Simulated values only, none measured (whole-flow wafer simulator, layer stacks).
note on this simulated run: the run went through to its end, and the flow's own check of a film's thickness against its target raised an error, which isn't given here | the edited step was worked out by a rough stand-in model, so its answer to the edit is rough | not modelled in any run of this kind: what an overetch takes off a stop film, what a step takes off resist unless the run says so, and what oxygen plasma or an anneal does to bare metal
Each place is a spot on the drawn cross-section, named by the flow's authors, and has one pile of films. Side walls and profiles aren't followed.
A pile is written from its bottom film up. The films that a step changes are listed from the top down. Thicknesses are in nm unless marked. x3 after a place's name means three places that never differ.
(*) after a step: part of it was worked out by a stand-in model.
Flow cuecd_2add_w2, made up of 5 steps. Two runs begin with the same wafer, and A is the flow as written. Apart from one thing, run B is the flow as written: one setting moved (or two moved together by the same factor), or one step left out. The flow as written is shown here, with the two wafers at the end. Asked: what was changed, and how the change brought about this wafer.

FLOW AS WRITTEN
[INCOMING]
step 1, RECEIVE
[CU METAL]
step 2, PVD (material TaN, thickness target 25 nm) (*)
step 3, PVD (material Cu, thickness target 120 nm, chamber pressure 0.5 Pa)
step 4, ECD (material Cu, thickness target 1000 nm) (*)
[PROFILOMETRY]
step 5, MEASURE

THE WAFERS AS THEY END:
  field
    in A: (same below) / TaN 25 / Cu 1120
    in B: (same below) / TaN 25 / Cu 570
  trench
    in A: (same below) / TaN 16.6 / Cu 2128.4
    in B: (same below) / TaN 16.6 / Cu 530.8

The reason: step 4, ECD: thickness target 450 nm was run, whereas the flow has thickness target 1000 nm.

How this came from the change, step by step:
  step 4, ECD (material Cu, thickness target 1000 nm) (*)
      field: A +1000 Cu | B +450 Cu
      trench: A +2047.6 Cu | B +450 Cu
